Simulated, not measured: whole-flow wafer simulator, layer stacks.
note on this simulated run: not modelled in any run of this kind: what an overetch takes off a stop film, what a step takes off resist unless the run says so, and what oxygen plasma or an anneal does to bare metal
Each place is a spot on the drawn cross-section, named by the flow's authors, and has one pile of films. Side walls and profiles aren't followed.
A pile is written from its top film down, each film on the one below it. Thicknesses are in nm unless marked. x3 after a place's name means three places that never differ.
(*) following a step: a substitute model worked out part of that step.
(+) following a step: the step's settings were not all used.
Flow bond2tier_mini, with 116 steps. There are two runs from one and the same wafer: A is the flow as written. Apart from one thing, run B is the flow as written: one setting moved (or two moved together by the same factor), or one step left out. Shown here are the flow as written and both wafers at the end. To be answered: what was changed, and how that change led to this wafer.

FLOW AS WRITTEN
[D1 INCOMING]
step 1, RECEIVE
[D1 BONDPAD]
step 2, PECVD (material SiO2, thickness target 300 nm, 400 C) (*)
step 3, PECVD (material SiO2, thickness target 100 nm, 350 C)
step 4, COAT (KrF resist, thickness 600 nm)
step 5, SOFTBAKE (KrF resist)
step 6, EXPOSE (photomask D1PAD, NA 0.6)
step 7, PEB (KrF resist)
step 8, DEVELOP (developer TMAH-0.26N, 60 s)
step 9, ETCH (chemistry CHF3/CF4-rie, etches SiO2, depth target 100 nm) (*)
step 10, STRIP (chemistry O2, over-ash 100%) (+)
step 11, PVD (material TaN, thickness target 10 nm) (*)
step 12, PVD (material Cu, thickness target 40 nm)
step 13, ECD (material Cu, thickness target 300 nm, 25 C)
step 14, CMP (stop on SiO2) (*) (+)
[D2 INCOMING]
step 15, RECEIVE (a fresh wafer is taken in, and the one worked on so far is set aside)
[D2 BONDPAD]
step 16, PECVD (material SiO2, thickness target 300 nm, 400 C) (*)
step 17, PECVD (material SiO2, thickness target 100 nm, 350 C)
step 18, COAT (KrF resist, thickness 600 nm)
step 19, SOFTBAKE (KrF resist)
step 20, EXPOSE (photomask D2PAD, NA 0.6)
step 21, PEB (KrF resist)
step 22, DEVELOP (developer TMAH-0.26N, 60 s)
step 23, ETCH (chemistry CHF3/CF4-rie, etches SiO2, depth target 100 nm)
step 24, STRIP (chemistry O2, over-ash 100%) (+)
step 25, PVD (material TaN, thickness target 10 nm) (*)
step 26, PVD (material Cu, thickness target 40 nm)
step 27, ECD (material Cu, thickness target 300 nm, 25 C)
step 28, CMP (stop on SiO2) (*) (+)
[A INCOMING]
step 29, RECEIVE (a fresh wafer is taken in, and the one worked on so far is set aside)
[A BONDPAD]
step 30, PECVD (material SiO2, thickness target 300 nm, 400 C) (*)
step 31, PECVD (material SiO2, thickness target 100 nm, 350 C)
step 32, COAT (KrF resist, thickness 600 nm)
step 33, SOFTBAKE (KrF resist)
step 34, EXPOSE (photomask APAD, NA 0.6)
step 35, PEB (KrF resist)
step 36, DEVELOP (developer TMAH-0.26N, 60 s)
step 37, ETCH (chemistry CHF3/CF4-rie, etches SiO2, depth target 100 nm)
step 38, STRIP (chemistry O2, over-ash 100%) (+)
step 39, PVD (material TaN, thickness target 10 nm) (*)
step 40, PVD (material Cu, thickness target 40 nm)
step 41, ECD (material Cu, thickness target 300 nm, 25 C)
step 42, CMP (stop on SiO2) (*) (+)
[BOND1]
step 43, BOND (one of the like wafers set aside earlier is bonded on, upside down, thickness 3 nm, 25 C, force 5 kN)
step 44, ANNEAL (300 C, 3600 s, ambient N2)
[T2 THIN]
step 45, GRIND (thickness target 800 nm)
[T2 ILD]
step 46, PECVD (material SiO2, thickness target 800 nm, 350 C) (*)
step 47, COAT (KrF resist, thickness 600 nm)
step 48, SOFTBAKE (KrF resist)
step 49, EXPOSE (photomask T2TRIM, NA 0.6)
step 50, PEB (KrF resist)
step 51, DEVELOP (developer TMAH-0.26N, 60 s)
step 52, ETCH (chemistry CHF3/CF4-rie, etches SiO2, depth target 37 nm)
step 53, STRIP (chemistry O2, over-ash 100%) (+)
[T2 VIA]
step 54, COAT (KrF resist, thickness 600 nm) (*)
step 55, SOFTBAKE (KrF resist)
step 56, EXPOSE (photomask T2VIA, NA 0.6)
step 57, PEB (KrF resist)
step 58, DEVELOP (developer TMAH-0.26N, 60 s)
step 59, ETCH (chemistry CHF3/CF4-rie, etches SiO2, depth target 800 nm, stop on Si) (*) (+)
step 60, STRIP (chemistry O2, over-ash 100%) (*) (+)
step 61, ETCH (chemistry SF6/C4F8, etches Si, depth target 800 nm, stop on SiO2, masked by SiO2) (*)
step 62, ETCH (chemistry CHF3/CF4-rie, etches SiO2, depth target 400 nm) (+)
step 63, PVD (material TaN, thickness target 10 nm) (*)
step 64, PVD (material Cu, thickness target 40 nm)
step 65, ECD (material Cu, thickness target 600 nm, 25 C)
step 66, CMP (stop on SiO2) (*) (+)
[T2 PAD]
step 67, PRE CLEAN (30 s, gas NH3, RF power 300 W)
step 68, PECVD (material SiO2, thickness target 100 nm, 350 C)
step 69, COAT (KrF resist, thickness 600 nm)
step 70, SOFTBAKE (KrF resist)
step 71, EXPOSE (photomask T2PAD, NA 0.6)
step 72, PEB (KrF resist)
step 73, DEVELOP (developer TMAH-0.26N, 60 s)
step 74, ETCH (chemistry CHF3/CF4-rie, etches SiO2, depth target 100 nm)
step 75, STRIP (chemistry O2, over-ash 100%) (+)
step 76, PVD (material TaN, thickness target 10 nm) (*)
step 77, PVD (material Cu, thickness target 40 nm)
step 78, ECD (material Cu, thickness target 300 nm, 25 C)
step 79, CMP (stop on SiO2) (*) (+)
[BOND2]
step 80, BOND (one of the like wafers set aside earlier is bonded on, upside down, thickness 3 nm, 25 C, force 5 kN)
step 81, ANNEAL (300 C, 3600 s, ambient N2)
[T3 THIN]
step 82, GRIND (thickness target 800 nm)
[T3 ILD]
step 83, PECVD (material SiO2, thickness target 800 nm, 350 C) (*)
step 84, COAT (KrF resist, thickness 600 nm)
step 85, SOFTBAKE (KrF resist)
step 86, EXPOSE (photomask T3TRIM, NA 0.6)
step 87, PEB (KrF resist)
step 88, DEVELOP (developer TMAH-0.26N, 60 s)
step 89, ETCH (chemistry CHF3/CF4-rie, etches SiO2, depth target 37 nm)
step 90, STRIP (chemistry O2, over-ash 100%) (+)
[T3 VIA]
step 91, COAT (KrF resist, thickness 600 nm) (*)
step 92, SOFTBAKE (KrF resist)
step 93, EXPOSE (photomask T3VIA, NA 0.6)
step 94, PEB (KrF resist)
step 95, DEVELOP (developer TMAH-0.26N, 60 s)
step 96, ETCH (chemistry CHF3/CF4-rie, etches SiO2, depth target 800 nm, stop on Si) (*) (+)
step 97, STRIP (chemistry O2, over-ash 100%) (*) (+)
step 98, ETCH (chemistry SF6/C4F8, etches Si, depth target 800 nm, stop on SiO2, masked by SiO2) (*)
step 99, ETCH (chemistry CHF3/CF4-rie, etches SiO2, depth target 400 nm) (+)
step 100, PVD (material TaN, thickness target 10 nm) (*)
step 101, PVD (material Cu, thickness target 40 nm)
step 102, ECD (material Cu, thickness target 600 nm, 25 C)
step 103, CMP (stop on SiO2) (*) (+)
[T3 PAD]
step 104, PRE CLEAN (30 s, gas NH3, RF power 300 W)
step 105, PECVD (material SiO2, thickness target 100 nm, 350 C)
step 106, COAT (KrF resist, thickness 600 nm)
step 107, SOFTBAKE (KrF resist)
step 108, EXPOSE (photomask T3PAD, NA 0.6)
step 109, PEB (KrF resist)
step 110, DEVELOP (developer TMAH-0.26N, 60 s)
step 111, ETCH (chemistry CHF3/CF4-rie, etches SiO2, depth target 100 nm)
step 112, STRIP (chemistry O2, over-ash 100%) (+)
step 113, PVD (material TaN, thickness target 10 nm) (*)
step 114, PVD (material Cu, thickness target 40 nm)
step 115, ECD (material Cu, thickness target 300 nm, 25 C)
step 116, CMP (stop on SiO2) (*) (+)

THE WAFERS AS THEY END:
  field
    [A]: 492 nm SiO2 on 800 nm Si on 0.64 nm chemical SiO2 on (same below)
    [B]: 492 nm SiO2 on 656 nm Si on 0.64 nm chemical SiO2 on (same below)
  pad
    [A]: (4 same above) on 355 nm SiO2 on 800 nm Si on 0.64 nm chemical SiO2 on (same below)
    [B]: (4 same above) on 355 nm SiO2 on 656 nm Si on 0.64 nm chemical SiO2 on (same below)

What caused this: step 82, GRIND: thickness target 656 nm was run, whereas the flow has thickness target 800 nm.
One can read it off the wafer: field has Si 656, and step 82 as written asks for 800 nm.

How this came from the change, step by step:
  step 82, GRIND (thickness target 800 nm)
      field, pad: A Si loses 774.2 um | B Si loses 774.34 um
